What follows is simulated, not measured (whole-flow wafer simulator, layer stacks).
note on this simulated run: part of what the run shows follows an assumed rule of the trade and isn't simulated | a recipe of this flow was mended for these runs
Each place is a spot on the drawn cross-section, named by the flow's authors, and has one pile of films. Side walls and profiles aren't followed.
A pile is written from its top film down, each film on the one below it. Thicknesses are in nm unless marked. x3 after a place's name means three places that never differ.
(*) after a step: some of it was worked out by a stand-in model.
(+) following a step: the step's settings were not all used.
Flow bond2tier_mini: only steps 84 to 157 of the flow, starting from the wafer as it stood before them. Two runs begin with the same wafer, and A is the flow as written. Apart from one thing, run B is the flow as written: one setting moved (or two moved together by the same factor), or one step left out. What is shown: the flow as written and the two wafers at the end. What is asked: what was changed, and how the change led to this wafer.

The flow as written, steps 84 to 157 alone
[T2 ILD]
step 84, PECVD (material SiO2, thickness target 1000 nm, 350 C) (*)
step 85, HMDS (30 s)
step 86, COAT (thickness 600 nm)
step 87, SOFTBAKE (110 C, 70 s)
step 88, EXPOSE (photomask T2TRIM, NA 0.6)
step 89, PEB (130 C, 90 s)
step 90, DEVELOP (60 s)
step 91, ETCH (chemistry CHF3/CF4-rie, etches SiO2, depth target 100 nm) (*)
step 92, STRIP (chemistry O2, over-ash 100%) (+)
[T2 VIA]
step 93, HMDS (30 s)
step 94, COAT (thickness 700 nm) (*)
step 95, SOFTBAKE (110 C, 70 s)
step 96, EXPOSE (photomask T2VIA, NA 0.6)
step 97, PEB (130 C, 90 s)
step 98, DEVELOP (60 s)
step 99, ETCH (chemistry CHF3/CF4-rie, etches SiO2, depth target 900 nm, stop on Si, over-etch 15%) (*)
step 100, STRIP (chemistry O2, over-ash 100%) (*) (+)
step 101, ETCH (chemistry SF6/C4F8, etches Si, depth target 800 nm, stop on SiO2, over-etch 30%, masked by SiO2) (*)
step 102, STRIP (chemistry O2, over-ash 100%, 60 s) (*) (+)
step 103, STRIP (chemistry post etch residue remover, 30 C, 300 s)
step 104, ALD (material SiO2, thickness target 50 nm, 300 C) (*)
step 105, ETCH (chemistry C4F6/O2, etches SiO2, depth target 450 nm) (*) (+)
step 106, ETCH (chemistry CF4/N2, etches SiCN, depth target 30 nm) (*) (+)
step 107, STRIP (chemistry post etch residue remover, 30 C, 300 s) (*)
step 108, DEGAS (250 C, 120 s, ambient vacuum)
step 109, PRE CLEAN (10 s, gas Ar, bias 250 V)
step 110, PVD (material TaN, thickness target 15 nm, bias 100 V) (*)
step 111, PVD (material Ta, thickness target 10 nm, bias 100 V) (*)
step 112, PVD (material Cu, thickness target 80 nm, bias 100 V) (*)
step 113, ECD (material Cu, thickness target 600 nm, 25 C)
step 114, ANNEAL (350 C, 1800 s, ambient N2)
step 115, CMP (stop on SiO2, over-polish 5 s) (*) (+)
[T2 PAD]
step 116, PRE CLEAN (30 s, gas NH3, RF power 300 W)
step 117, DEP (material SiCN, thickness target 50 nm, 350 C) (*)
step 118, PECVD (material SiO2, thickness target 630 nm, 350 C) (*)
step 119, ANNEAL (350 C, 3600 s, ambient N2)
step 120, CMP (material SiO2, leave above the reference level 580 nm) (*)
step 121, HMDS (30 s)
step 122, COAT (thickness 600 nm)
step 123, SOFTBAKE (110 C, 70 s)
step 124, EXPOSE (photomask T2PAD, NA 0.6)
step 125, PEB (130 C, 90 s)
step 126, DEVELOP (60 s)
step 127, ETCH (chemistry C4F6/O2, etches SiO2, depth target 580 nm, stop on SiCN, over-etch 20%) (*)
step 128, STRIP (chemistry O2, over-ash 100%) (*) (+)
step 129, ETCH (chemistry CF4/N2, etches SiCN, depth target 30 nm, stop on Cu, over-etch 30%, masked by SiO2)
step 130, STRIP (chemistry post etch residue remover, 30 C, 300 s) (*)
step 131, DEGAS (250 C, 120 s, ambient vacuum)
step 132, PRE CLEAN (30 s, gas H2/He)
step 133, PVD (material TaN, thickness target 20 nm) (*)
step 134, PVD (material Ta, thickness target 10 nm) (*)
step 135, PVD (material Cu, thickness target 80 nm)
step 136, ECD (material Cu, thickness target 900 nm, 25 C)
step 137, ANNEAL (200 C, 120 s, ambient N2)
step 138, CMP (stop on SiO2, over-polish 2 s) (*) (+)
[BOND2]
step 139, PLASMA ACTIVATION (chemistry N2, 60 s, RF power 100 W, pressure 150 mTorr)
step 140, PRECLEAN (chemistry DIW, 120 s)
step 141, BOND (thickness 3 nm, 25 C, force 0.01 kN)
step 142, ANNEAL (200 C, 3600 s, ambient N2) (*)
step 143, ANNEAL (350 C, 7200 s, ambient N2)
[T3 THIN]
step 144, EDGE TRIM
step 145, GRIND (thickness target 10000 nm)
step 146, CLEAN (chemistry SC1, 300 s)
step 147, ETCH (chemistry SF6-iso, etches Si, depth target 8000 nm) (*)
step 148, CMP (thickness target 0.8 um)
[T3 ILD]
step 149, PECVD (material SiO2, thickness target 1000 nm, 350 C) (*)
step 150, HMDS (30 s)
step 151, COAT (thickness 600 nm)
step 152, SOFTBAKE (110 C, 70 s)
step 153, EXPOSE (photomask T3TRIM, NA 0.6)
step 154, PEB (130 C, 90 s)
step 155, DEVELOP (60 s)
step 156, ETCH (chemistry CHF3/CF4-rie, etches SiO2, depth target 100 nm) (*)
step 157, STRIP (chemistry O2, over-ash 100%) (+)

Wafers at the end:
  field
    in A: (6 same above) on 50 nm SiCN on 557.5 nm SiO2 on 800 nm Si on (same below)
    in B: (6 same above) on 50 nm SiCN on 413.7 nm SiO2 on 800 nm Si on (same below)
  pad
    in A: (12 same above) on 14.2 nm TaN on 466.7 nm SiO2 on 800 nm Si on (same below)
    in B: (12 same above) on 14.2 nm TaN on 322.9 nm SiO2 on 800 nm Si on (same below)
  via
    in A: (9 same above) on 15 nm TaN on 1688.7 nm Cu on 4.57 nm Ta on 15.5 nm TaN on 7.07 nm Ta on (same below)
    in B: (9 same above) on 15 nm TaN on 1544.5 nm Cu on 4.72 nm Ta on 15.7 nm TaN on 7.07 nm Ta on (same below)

The reason: step 84, PECVD: thickness target 856 nm was run, while the flow as written has thickness target 1000 nm.

Step by step, how the change led to this:
  step 84, PECVD (material SiO2, thickness target 1000 nm, 350 C) (*)
      field, pad, via: A +1000 SiO2 (new film) | B +856 SiO2 (new film)
  step 99, ETCH (chemistry CHF3/CF4-rie, etches SiO2, depth target 900 nm, stop on Si, over-etch 15%) (*)
      field, pad: A -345 thick-KrF-resist | B -289.8 thick-KrF-resist
      via: A -900 SiO2 (all of it), -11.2 Si | B -756 SiO2 (all of it), -23.2 Si
  step 100, STRIP (chemistry O2, over-ash 100%) (*) (+)
      field: A -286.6 thick-KrF-resist (all of it) | B -341.8 thick-KrF-resist (all of it)
      pad: A -372.9 thick-KrF-resist (all of it) | B -428.1 thick-KrF-resist (all of it)
  step 112, PVD (material Cu, thickness target 80 nm, bias 100 V) (*)
      via: A +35 Cu (new film) | B +36.2 Cu (new film)
  step 113, ECD (material Cu, thickness target 600 nm, 25 C)
      via: A +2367 Cu | B +2221.5 Cu
